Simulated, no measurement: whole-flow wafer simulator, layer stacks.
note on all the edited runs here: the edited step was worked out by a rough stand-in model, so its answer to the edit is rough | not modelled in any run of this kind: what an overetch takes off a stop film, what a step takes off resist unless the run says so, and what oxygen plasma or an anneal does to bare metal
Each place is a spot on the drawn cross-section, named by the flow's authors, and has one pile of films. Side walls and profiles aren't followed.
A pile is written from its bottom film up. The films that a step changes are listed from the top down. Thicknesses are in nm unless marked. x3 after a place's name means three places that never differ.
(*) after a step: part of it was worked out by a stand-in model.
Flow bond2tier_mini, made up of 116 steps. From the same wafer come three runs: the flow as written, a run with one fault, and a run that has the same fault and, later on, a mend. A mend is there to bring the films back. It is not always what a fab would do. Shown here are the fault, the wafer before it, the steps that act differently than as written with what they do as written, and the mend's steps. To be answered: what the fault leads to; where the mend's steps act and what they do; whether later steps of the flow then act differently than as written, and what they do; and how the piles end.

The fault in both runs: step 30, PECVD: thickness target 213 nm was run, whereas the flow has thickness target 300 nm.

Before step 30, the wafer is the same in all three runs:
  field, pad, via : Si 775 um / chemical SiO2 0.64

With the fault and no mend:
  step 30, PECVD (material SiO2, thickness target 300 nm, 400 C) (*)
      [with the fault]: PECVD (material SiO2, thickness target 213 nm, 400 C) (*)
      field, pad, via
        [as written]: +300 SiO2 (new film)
        [with the fault]: +213 SiO2 (new film)
  None of the later steps of the flow acts differently than as written at any place that is followed.
  The piles end different from the flow's at field, pad by more than 2% or 0.5 nm, whichever is larger.
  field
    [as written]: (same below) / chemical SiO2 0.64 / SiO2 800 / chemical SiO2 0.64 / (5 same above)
    [with the fault]: (same below) / chemical SiO2 0.64 / SiO2 713 / chemical SiO2 0.64 / (5 same above)
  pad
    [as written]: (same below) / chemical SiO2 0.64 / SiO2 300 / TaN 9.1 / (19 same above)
    [with the fault]: (same below) / chemical SiO2 0.64 / SiO2 213 / TaN 9.1 / (19 same above)

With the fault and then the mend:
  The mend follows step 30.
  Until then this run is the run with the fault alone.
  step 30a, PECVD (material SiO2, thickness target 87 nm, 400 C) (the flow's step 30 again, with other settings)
      field, pad, via
        +87 SiO2
  None of the later steps of the flow acts differently than as written at any place that is followed.
  At every place that both follow, the piles at the end match the flow's.
